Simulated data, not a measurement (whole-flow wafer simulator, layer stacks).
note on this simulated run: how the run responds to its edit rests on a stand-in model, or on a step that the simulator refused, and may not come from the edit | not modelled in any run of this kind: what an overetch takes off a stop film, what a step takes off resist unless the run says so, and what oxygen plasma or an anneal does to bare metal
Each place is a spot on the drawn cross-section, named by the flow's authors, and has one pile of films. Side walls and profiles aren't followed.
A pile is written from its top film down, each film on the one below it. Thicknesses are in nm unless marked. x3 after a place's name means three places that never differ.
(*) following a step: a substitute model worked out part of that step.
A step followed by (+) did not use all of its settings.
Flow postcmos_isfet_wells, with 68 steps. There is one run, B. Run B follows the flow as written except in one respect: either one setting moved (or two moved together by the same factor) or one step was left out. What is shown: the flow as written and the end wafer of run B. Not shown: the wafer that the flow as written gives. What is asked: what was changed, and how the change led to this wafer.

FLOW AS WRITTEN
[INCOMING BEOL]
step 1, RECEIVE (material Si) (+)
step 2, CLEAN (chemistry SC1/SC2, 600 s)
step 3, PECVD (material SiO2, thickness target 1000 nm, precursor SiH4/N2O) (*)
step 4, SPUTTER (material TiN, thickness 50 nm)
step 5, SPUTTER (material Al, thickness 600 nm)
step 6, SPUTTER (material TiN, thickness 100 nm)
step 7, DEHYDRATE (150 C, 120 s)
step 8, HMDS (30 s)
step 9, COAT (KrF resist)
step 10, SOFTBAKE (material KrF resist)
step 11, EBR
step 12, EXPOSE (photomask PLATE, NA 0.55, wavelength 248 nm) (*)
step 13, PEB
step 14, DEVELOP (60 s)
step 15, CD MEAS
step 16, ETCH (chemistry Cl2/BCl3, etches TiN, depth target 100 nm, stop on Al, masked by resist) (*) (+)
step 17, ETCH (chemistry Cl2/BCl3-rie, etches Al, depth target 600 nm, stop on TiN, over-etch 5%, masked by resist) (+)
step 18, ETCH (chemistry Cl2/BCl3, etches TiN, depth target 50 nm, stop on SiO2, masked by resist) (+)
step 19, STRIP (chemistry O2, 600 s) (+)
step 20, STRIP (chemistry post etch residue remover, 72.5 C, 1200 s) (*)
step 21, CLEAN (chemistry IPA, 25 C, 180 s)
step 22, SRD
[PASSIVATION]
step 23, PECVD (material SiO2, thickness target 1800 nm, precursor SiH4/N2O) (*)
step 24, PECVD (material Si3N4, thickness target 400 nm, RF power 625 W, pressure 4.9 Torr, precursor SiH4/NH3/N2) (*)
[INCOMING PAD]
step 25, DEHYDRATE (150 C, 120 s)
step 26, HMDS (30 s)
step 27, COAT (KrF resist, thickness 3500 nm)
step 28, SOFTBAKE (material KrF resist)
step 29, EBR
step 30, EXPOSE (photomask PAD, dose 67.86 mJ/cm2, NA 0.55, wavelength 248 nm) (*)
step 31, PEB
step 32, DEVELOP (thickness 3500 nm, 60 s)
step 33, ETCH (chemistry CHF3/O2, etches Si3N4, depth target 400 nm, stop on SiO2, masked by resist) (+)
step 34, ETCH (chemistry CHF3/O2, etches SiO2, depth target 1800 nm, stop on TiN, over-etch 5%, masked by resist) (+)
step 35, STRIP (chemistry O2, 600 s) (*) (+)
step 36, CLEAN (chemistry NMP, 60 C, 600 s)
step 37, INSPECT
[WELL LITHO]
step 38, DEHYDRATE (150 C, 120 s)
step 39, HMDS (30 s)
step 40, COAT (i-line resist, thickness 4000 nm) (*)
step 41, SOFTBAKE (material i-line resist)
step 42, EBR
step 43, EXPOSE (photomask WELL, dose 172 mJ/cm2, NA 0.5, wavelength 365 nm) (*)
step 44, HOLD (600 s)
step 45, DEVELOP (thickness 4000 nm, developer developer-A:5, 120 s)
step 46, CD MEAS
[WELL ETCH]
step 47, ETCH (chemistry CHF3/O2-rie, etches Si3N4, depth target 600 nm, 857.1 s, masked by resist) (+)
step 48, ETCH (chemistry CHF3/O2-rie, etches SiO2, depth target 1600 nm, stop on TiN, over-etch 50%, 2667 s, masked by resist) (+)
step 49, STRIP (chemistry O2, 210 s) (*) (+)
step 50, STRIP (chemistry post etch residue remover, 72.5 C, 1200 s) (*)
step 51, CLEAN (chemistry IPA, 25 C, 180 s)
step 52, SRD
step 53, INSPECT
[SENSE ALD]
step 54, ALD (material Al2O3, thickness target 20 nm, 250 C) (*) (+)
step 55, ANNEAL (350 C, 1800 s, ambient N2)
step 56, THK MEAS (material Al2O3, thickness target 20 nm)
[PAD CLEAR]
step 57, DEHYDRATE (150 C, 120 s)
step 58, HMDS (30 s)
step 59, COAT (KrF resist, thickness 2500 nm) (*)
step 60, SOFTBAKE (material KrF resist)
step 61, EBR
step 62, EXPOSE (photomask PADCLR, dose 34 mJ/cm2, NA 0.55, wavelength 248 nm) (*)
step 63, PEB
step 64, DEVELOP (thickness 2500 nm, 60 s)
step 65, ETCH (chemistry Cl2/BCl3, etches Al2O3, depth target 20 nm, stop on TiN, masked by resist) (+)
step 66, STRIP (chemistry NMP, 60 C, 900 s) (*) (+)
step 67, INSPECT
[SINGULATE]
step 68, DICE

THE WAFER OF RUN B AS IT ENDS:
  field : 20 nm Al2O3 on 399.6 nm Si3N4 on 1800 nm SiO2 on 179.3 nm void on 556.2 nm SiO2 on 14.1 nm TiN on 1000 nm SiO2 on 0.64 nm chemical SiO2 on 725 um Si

Cause: step 18, ETCH: depth target 35.5 nm was run, whereas the flow has depth target 50 nm.

The path from the change to this, step by step:
  step 18, ETCH (chemistry Cl2/BCl3, etches TiN, depth target 50 nm, stop on SiO2, masked by resist) (+)
      field: -35.5 TiN (it would be, as written: -50 TiN (all of it))
      margin, well900, well1300 x3, pad_rim, pad_clr, pad_open: -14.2 KrF resist (it would be, as written: -20 KrF resist)
  step 23, PECVD (material SiO2, thickness target 1800 nm, precursor SiH4/N2O) (*)
      field: +1800 SiO2 (new film), +179.3 void (new film), +556.2 SiO2 (new film) (it would be, as written: +1800 SiO2 (new film), +189.9 void (new film), +559.7 SiO2)
With metal films that touch counted as one body, field has 1 body; the flow as written gives 0 bodies.
